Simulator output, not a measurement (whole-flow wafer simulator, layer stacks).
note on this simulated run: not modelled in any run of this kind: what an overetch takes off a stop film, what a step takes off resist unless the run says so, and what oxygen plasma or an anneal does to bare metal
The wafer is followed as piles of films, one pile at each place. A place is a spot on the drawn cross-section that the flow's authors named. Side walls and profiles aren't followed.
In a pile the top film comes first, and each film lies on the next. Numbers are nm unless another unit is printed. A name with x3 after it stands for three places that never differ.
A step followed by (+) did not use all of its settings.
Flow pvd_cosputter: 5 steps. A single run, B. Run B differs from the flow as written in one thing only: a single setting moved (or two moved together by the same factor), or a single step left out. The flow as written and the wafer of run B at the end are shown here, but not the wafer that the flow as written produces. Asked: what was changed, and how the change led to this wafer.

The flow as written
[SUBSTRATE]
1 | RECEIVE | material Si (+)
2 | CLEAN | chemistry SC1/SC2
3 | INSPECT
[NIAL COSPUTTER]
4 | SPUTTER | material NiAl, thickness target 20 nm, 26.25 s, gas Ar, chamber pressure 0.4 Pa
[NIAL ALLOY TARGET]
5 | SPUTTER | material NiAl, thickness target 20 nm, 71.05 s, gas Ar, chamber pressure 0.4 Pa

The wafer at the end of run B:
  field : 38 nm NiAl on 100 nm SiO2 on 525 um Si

The reason: step 5, SPUTTER: thickness target 18 nm was run, while the flow as written has thickness target 20 nm.

How this came from the change, step by step:
  5 | SPUTTER | material NiAl, thickness target 20 nm, 71.05 s, gas Ar, chamber pressure 0.4 Pa
      field: NiAl gains 18 (as written it would have been: NiAl gains 20)
